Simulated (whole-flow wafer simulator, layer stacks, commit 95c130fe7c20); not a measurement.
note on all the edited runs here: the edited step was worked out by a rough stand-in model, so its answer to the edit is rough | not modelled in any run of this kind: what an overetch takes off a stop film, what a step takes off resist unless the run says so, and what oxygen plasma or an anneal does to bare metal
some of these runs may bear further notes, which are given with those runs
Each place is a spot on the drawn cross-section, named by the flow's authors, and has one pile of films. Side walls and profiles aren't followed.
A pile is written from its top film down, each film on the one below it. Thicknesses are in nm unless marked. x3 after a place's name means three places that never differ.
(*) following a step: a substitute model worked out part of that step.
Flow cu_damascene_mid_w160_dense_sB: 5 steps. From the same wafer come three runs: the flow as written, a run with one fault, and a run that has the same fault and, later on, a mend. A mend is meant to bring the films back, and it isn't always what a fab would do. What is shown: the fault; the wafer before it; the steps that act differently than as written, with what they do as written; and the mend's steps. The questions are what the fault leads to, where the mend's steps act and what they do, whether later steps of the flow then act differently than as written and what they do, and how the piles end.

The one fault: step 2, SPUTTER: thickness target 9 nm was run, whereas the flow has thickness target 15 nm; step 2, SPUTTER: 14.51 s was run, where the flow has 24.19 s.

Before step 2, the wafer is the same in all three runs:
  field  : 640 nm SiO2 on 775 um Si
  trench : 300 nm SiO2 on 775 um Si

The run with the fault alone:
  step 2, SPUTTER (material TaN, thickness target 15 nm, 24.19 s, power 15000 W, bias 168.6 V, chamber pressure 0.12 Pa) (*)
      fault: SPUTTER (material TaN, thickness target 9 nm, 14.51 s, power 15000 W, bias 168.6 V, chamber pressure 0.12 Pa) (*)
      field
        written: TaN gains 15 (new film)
        fault: TaN gains 9 (new film)
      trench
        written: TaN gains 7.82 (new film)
        fault: TaN gains 4.69 (new film)
  Every later step of the flow that is run acts as written, at every place that is followed, to within 2% or 0.5 nm, whichever is larger.
  By the end, the piles at field, trench depart from the flow's by more than 2% or 0.5 nm, whichever is larger.
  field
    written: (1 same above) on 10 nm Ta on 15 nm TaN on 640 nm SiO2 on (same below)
    fault: (1 same above) on 10 nm Ta on 9 nm TaN on 640 nm SiO2 on (same below)
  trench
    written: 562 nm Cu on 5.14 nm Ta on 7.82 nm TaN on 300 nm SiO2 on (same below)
    fault: 559.1 nm Cu on 5.21 nm Ta on 4.69 nm TaN on 300 nm SiO2 on (same below)

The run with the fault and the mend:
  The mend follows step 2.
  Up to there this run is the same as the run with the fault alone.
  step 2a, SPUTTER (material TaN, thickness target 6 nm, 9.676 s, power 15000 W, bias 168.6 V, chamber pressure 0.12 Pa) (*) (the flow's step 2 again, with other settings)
      field
        TaN gains 6
      trench
        TaN gains 3.06
  Every later step of the flow that is run acts as written, at every place that is followed, to within 2% or 0.5 nm, whichever is larger.
  When the end is reached, the piles differ only a little from the flow's at the places that both follow, at most by 2% or 0.5 nm, whichever is larger.
